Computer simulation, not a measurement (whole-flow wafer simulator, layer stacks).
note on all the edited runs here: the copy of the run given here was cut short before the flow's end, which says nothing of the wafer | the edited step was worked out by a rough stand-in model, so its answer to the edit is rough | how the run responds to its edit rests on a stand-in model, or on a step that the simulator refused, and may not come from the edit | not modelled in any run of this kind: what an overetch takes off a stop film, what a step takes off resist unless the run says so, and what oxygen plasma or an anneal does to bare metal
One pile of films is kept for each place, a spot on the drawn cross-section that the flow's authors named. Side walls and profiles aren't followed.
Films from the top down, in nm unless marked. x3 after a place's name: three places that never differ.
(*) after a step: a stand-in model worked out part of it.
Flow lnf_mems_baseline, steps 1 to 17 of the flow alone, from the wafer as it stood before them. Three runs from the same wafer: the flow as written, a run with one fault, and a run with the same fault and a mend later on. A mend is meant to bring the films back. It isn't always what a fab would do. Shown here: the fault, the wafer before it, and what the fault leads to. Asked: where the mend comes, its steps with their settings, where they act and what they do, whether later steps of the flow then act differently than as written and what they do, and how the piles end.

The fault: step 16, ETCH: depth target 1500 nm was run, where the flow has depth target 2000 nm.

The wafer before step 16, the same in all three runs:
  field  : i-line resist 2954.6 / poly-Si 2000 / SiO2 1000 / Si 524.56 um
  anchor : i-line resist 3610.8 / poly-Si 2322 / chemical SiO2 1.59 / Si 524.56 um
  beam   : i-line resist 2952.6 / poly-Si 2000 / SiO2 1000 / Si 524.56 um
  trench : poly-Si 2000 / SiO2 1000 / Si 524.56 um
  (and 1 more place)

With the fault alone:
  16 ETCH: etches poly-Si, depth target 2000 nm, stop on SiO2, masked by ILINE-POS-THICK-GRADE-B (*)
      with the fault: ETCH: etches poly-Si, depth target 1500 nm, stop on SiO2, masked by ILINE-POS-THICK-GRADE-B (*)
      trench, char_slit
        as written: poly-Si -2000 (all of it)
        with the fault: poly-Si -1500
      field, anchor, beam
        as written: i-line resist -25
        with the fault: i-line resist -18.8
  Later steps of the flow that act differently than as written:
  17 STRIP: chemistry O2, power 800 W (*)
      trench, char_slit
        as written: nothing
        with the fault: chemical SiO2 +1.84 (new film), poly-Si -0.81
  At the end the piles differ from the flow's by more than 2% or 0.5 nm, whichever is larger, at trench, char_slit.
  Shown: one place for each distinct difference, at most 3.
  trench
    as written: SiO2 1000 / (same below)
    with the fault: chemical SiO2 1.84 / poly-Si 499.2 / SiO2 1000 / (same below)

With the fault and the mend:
  The mend comes after step 16.
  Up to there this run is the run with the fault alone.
  16a ETCH: etches poly-Si, depth target 500 nm, stop on SiO2, masked by ILINE-POS-THICK-GRADE-B (*) (the flow's step 16 once more, with other settings)
      field, anchor, beam
        i-line resist -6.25
      trench, char_slit
        poly-Si -500 (all of it)
  No later step of the flow acts differently than as written at any place that is followed.
  At the end the piles are the same as the flow's at every place that both follow.
